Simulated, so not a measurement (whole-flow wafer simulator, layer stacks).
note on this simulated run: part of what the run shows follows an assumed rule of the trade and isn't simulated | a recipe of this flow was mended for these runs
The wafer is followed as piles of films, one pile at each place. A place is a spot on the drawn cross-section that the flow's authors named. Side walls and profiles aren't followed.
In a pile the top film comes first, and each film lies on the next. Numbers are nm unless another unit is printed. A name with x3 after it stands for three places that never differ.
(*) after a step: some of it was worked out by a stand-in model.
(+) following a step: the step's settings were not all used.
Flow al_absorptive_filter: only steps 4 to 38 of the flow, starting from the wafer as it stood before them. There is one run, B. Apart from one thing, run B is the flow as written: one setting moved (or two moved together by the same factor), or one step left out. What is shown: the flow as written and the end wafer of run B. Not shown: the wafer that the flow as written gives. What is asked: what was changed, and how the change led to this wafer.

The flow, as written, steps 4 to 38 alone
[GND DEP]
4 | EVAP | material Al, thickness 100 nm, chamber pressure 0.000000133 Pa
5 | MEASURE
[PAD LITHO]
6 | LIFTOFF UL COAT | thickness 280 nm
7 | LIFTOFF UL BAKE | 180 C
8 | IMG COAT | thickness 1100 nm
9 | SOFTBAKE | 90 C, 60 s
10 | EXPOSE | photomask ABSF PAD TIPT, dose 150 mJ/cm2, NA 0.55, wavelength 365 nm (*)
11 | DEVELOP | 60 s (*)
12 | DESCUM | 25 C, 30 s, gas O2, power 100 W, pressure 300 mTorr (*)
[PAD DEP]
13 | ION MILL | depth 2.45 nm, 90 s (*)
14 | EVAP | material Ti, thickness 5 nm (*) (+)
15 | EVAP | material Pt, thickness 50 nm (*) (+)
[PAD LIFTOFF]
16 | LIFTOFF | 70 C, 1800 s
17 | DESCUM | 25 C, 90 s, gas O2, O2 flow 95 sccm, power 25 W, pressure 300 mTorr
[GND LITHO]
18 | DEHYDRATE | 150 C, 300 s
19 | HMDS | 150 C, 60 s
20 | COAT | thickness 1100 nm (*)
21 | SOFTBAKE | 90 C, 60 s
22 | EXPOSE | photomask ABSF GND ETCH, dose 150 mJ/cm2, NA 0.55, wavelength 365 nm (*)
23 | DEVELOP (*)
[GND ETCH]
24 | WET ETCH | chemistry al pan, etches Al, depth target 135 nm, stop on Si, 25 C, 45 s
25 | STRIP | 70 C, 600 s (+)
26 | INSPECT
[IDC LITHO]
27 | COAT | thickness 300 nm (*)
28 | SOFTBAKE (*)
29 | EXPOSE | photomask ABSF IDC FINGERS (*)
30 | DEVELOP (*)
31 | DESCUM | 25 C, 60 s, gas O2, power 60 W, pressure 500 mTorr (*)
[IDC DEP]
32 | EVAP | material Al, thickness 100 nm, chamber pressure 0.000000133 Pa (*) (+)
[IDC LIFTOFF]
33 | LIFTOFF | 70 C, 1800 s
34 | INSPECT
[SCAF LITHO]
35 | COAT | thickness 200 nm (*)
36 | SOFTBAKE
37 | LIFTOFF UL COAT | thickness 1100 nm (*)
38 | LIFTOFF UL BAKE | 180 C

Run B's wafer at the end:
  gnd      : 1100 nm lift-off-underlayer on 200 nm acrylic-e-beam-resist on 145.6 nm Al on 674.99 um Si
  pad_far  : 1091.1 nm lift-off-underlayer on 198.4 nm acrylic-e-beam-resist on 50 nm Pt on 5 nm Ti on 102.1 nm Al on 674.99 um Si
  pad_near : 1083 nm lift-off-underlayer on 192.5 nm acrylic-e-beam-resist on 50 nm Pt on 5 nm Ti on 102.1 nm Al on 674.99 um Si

The reason: step 4, EVAP: thickness 145.6 nm was run, while the flow as written has thickness 100 nm.
The wafer lets one read it off: gnd has Al 145.6, and step 4 as written asks for 100 nm.

How this came from the change, step by step:
  4 | EVAP | material Al, thickness 100 nm, chamber pressure 0.000000133 Pa
      gnd, pad_far, pad_near and 11 more: +145.6 Al (new film) (as written it would have been: +100 Al (new film))
  24 | WET ETCH | chemistry al pan, etches Al, depth target 135 nm, stop on Si, 25 C, 45 s
      res, xl_gap, idc_field, idc_line, idc_space: -132.3 Al (all of it) (as written it would have been: -86.7 Al (all of it))
  27 | COAT | thickness 300 nm (*)
      ledge: +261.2 e-beam-resist (new film) (as written it would have been: +274.4 e-beam-resist (new film))
      res: +370.7 e-beam-resist (new film) (as written it would have been: +349.6 e-beam-resist (new film))
      (and at 2 other places as well)
  33 | LIFTOFF | 70 C, 1800 s
      ledge: -100 Al (all of it), -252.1 e-beam-resist (all of it) (as written it would have been: -100 Al (all of it), -265.3 e-beam-resist (all of it))
      res: -100 Al (all of it), -361.7 e-beam-resist (all of it) (as written it would have been: -100 Al (all of it), -340.6 e-beam-resist (all of it))
      (and at 2 other places as well)
  35 | COAT | thickness 200 nm (*)
      ledge: +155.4 acrylic-e-beam-resist (new film) (as written it would have been: +169.8 acrylic-e-beam-resist (new film))
      res: +243.1 acrylic-e-beam-resist (new film) (as written it would have been: +231.4 acrylic-e-beam-resist (new film))
      (and at 2 other places as well)
